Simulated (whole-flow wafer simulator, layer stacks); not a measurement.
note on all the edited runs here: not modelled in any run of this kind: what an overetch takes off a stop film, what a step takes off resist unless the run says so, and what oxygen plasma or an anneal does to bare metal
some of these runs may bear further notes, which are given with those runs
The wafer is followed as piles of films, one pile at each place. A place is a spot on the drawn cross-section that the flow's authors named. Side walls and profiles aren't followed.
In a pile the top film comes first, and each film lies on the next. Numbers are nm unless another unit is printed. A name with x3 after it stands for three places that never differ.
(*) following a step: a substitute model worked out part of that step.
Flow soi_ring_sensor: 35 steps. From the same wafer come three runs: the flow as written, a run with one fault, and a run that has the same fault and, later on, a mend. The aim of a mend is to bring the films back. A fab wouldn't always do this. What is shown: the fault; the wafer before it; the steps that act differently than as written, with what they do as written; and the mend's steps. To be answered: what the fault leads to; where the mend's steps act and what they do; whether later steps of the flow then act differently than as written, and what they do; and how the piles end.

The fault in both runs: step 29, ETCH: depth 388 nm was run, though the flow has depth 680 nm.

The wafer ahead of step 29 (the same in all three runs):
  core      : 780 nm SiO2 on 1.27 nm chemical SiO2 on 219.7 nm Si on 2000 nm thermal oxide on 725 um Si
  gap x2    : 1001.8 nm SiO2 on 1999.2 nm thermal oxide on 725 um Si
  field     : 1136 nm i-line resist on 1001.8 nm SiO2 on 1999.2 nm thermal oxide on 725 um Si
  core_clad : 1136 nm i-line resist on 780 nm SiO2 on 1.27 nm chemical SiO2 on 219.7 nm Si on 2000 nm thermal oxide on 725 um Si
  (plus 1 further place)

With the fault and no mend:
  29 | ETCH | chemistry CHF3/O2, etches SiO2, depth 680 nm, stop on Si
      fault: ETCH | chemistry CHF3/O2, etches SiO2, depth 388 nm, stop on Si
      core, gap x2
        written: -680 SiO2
        fault: -388 SiO2
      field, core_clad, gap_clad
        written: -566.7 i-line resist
        fault: -323.3 i-line resist
  Steps later in the flow that act otherwise than as written:
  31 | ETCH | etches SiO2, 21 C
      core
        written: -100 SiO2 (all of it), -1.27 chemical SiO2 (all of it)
        fault: -392 SiO2 (all of it), -1.27 chemical SiO2 (all of it)
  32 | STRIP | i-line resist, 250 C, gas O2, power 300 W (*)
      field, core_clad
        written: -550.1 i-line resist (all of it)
        fault: -793.4 i-line resist (all of it)
  At the end the piles are close to the flow's at the places that both follow, differing by at most 2% or 0.5 nm, whichever is larger.

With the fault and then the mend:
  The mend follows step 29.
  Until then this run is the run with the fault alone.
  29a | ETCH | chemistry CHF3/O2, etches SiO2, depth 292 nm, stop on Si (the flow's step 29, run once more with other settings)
      core, gap x2
        -292 SiO2
      field, core_clad, gap_clad
        -243.3 i-line resist
  None of the later steps of the flow acts differently than as written at any place that is followed.
  By the end, the piles equal the flow's at every place that both follow.
